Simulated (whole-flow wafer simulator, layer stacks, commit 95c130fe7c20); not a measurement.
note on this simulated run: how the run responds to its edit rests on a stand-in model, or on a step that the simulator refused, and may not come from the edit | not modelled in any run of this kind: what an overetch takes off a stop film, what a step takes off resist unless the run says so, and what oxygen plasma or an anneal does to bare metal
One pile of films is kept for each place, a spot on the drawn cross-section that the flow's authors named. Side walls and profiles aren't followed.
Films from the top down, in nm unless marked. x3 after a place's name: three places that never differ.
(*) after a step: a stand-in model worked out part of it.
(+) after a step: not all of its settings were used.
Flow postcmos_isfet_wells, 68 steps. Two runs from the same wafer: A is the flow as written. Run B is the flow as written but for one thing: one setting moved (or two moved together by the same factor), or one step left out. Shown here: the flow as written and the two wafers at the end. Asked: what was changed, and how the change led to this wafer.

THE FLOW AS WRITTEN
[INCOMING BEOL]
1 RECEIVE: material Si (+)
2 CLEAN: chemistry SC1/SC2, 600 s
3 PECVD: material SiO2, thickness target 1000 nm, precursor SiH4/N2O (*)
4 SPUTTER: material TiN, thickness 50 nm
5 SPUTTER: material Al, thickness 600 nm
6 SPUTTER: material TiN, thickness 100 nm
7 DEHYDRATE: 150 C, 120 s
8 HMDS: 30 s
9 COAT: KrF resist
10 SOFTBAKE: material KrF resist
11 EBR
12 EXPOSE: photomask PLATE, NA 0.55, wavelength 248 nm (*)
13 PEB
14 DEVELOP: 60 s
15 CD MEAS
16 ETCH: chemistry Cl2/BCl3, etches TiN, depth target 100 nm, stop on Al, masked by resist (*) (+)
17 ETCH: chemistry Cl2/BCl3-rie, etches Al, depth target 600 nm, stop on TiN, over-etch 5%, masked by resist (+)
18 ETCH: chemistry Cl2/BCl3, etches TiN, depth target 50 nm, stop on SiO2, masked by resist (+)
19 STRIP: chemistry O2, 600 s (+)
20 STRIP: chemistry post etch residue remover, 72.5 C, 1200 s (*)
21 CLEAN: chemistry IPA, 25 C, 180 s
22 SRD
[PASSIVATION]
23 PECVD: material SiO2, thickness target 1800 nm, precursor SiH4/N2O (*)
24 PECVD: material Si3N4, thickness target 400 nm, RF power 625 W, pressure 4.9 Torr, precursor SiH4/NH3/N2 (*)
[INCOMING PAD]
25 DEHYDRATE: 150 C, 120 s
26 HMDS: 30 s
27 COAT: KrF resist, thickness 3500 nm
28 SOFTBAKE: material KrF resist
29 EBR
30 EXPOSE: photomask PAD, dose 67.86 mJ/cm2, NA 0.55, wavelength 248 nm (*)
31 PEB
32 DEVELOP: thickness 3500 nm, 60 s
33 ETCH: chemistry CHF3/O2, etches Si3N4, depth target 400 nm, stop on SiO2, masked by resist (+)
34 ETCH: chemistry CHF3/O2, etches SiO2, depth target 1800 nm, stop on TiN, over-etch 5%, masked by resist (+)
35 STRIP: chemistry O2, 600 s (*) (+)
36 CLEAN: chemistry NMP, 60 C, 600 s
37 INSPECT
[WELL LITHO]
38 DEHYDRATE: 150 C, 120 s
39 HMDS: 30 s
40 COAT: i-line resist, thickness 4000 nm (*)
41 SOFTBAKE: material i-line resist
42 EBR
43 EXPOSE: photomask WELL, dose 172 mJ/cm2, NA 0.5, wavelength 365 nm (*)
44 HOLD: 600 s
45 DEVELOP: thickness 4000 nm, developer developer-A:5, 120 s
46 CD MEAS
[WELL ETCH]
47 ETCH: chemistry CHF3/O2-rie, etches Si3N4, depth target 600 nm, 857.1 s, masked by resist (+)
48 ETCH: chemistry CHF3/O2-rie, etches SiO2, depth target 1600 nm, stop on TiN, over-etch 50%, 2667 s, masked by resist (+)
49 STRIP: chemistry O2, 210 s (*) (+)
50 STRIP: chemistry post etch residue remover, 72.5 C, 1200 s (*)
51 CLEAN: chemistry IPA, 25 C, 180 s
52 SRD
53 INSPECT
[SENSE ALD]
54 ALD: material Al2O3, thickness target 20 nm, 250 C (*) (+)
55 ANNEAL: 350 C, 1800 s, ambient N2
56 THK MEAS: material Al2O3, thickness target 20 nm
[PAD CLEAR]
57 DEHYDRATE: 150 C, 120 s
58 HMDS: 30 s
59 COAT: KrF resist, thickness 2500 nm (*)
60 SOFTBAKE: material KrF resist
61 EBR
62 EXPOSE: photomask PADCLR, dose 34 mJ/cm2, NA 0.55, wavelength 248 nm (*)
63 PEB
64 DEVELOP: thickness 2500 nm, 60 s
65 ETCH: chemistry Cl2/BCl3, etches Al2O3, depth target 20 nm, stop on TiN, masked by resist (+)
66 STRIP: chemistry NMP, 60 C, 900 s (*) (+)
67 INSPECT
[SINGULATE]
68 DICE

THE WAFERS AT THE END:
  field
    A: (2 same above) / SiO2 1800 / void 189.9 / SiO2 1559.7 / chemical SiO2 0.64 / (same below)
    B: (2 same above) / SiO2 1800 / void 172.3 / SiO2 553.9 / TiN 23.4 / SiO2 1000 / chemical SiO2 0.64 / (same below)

The cause: step 18, ETCH: depth target 26.2 nm was run, where the flow has depth target 50 nm.

How the change led to this, step by step:
  18 ETCH: chemistry Cl2/BCl3, etches TiN, depth target 50 nm, stop on SiO2, masked by resist (+)
      field: A TiN -50 (all of it) | B TiN -26.2
      margin, well900, well1300 x3, pad_rim, pad_clr, pad_open: A KrF resist -20 | B KrF resist -10.5
  23 PECVD: material SiO2, thickness target 1800 nm, precursor SiH4/N2O (*)
      field: A SiO2 +1800 (new film), void +189.9 (new film), SiO2 +559.7 | B SiO2 +1800 (new film), void +172.3 (new film), SiO2 +553.9 (new film)
Counting metal films that touch as one body, field has 1 body; the flow as written gives 0 bodies.
